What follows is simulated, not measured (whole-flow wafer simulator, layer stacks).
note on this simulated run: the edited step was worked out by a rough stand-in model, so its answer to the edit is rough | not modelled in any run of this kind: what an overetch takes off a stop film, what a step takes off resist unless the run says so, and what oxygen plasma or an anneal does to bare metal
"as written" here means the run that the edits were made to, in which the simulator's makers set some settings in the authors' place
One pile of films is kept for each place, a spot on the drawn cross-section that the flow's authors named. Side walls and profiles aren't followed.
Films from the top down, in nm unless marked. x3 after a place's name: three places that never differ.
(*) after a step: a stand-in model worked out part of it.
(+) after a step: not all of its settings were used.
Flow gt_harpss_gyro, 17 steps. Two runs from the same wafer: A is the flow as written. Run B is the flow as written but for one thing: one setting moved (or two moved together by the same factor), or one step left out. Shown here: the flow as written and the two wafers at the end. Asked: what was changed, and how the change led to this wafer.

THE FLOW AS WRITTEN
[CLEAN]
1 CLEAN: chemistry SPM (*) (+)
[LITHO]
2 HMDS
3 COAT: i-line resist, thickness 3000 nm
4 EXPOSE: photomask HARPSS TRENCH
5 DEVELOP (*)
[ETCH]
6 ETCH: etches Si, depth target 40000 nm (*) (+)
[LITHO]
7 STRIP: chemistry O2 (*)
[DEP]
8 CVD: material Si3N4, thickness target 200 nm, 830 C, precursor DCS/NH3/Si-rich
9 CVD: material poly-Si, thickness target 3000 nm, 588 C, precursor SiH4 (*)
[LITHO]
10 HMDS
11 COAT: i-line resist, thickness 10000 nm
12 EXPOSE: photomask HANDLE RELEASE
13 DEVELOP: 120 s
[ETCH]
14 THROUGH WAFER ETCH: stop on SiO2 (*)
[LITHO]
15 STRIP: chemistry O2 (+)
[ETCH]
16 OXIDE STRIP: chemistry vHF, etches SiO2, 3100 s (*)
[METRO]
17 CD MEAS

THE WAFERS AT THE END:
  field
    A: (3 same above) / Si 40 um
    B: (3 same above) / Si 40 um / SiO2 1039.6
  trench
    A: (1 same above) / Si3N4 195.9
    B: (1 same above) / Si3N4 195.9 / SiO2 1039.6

The cause: step 16, OXIDE STRIP: 1240 s was run, where the flow has 3100 s.

How the change led to this, step by step:
  16 OXIDE STRIP: chemistry vHF, etches SiO2, 3100 s (*)
      field: A under 4 films: SiO2 -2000 (all of it) | B under 4 films: SiO2 -960.4
      trench: A under 2 films: SiO2 -2000 (all of it) | B under 2 films: SiO2 -960.4
